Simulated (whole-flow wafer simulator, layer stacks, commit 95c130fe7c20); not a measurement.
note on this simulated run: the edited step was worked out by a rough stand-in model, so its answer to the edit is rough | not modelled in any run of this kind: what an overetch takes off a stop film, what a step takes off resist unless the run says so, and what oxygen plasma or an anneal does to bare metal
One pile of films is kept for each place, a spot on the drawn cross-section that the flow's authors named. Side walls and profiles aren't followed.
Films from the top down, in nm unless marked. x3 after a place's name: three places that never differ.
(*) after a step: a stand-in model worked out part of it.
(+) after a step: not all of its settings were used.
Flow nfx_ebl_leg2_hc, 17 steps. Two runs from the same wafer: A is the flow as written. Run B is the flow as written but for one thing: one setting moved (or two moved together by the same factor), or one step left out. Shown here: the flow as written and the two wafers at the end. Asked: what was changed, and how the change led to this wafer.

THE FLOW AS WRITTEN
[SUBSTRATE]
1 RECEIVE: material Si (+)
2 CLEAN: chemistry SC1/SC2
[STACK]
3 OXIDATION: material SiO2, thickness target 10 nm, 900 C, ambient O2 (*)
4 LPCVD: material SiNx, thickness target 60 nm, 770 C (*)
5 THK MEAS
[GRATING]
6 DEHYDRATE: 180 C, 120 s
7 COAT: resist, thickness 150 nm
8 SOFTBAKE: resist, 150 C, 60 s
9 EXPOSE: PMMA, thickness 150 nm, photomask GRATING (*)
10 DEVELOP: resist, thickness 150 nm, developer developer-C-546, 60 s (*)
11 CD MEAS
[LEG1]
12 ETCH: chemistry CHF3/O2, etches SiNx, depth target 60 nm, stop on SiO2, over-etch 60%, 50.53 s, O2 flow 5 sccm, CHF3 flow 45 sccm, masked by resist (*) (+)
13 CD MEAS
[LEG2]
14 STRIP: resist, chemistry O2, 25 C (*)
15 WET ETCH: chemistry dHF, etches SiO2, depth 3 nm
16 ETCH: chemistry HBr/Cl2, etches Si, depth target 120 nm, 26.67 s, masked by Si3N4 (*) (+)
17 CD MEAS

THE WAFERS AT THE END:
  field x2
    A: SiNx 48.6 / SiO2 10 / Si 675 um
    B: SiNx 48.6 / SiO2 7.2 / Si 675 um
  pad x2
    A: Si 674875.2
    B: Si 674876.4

The cause: step 3, OXIDATION: thickness target 7.2 nm was run, where the flow has thickness target 10 nm.
It can be read off the wafer: field x2 has SiO2 7.2, and step 3 as written asks for 10 nm.

How the change led to this, step by step:
  3 OXIDATION: material SiO2, thickness target 10 nm, 900 C, ambient O2 (*)
      field x2, pad x2: A SiO2 +10 (new film), chemical SiO2 -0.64 (all of it), Si -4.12 | B SiO2 +7.2 (new film), chemical SiO2 -0.64 (all of it), Si -2.88
  12 ETCH: chemistry CHF3/O2, etches SiNx, depth target 60 nm, stop on SiO2, over-etch 60%, 50.53 s, O2 flow 5 sccm, CHF3 flow 45 sccm, masked by resist (*) (+)
      pad x2: A SiNx -60 (all of it), SiO2 -10 (all of it) | B SiNx -60 (all of it), SiO2 -7.2 (all of it)
